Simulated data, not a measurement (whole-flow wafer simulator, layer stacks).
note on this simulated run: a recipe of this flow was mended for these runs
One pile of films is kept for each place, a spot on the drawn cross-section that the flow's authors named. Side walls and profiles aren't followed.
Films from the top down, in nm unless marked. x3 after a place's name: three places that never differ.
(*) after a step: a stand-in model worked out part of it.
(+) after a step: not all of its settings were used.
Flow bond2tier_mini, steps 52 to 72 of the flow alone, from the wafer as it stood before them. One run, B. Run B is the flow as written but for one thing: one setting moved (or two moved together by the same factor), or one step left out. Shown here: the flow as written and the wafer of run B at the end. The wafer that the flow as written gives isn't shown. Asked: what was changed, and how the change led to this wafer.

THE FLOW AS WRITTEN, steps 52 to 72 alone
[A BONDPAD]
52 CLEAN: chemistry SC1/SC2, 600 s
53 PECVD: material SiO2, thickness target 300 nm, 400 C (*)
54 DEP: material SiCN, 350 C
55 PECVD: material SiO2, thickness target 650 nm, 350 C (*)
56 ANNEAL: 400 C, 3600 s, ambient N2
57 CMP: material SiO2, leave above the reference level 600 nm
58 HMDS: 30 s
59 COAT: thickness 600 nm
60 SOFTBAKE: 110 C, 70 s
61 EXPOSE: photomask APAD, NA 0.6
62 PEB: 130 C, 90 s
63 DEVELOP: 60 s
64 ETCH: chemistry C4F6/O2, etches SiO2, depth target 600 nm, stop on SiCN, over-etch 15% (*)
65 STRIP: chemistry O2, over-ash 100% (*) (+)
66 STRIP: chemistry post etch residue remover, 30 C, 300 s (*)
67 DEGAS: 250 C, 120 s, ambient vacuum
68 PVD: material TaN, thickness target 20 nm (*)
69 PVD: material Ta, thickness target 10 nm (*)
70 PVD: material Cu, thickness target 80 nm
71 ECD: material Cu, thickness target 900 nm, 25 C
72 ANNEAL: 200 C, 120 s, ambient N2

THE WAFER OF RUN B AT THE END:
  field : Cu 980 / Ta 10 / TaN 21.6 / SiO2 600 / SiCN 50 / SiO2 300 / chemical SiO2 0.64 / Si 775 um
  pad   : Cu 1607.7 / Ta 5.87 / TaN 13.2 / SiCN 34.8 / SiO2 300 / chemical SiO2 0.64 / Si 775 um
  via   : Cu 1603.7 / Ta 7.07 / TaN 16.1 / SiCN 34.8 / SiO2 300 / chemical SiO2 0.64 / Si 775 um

The cause: step 68, PVD: thickness target 21.6 nm was run, where the flow has thickness target 20 nm.
It can be read off the wafer: field has TaN 21.6, and step 68 as written asks for 20 nm.

How the change led to this, step by step:
  68 PVD: material TaN, thickness target 20 nm (*)
      field: TaN +21.6 (new film) (as written it would be: TaN +20 (new film))
      pad: TaN +13.2 (new film) (as written it would be: TaN +12.3 (new film))
      (and at 1 more place)
